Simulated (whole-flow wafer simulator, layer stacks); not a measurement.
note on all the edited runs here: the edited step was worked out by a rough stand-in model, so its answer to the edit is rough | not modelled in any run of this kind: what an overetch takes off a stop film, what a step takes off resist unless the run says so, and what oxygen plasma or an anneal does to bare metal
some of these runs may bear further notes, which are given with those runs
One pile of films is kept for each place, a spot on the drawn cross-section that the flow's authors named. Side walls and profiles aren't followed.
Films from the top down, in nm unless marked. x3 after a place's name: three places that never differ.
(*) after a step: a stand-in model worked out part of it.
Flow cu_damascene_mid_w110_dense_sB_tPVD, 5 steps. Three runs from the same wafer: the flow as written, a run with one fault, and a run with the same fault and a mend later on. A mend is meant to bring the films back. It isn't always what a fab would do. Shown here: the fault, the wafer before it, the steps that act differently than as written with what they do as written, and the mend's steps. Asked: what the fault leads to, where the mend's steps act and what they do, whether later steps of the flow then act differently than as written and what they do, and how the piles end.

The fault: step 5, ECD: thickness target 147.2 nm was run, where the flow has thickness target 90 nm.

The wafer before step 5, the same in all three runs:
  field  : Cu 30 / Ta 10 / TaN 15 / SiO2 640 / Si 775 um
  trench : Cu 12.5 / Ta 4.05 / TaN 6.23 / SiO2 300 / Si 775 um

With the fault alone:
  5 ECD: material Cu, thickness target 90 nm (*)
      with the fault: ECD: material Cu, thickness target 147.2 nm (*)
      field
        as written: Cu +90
        with the fault: Cu +147.2
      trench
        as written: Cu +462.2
        with the fault: Cu +519.4
  No later step of the flow acts differently than as written at any place that is followed.
  At the end the piles differ from the flow's by more than 2% or 0.5 nm, whichever is larger, at field, trench.
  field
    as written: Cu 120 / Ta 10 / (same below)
    with the fault: Cu 177.2 / Ta 10 / (same below)
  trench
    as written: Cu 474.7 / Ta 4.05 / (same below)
    with the fault: Cu 531.9 / Ta 4.05 / (same below)

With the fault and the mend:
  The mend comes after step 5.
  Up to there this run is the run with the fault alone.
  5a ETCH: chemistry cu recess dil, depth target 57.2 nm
      field, trench
        Cu -57.2
  No later step of the flow acts differently than as written at any place that is followed.
  At the end the piles are the same as the flow's at every place that both follow.
